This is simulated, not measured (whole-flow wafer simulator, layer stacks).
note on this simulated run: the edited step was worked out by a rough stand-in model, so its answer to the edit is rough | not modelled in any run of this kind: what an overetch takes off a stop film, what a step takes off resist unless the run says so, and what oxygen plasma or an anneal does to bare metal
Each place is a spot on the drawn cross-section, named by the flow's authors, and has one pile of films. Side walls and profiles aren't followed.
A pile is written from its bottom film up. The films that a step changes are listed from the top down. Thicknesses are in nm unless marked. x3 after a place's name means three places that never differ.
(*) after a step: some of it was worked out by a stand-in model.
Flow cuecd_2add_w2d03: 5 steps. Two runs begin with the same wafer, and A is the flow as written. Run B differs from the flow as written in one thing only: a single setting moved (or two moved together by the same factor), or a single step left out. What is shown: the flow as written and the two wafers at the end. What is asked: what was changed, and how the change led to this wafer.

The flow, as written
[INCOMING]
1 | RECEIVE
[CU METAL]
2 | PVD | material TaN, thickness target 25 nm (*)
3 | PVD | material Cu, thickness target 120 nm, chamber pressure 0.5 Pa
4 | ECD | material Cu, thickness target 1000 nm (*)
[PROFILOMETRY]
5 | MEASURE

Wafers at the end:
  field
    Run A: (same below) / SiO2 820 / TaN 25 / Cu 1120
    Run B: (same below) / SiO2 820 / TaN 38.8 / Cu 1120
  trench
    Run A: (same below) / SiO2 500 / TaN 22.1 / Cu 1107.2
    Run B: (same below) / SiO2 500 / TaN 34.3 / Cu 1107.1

The reason: step 2, PVD: thickness target 38.8 nm was run, while the flow as written has thickness target 25 nm.
The wafer itself shows it: field has TaN 38.8, and step 2 as written asks for 25 nm.

The path from the change to this, step by step:
  2 | PVD | material TaN, thickness target 25 nm (*)
      field: A TaN gains 25 (new film) | B TaN gains 38.8 (new film)
      trench: A TaN gains 22.1 (new film) | B TaN gains 34.3 (new film)
